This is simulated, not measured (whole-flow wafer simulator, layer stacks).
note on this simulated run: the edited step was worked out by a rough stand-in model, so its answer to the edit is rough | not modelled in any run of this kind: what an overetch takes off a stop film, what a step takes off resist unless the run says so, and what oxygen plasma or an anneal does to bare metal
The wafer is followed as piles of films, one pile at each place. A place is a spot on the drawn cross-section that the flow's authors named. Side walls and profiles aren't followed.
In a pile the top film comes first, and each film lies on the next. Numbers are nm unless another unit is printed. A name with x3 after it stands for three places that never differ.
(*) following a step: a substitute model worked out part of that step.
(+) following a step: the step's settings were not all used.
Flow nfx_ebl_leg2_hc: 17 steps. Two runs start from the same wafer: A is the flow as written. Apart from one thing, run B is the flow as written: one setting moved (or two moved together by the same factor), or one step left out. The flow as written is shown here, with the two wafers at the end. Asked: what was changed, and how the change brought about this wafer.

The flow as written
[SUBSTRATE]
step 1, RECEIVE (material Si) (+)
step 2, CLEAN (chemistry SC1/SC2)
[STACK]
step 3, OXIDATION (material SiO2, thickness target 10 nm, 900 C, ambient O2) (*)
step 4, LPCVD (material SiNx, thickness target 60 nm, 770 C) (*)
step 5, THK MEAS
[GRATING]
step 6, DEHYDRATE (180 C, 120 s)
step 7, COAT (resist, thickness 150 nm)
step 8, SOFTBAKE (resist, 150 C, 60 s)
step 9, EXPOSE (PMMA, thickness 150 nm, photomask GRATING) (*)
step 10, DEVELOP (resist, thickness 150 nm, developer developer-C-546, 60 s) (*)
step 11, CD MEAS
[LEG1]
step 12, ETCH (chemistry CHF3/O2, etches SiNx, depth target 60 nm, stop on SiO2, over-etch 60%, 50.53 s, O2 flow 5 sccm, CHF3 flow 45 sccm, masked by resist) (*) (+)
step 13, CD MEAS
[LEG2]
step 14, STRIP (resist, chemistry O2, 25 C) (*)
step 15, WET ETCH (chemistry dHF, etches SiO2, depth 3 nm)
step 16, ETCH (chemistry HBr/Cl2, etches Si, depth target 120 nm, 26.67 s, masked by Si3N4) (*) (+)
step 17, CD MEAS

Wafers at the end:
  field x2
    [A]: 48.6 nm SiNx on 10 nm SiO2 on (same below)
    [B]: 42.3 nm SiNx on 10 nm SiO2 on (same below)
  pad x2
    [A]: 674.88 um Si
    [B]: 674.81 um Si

What caused this: step 16, ETCH: depth target 186 nm was run, whereas the flow has depth target 120 nm; step 16, ETCH: 41.33 s was run, where the flow has 26.67 s.

How this came from the change, step by step:
  step 16, ETCH (chemistry HBr/Cl2, etches Si, depth target 120 nm, 26.67 s, masked by Si3N4) (*) (+)
      field x2: A -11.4 SiNx | B -17.7 SiNx
      pad x2: A -120 Si | B -186 Si
